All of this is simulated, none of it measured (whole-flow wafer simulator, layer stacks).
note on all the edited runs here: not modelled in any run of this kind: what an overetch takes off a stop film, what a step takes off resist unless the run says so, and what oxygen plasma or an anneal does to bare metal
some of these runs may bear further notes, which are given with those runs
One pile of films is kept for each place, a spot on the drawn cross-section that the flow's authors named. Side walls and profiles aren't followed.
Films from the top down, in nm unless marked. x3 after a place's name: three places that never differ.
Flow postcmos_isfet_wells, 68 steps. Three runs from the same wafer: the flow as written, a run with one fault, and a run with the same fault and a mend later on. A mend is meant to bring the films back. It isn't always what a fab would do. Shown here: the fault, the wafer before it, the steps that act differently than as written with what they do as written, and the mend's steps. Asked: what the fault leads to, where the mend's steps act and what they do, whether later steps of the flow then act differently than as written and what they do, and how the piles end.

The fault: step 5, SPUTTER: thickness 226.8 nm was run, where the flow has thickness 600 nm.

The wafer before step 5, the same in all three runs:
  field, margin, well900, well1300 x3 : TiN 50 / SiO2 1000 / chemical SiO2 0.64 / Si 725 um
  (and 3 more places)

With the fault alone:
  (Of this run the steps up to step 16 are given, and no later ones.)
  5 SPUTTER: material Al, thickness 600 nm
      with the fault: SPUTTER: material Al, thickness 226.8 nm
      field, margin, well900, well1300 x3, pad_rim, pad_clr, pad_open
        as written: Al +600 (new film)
        with the fault: Al +226.8 (new film)
  No later step of the flow up to step 16 acts differently than as written at any place that is followed.
  After step 16 the piles differ from the flow's by more than 2% or 0.5 nm, whichever is larger, at field, margin, well900, well1300 x3, pad_rim, pad_clr, pad_open.
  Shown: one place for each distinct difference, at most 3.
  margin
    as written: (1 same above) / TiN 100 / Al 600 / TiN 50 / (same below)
    with the fault: (1 same above) / TiN 100 / Al 226.8 / TiN 50 / (same below)
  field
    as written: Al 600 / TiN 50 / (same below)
    with the fault: Al 226.8 / TiN 50 / (same below)

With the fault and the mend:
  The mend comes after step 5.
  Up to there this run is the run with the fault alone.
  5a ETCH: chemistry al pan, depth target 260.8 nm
      field, margin, well900, well1300 x3, pad_rim, pad_clr, pad_open
        Al -226.8 (all of it)
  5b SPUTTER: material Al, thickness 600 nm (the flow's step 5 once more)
      field, margin, well900, well1300 x3, pad_rim, pad_clr, pad_open
        Al +600 (new film)
  No later step of the flow acts differently than as written at any place that is followed.
  At the end the piles are the same as the flow's at every place that both follow.
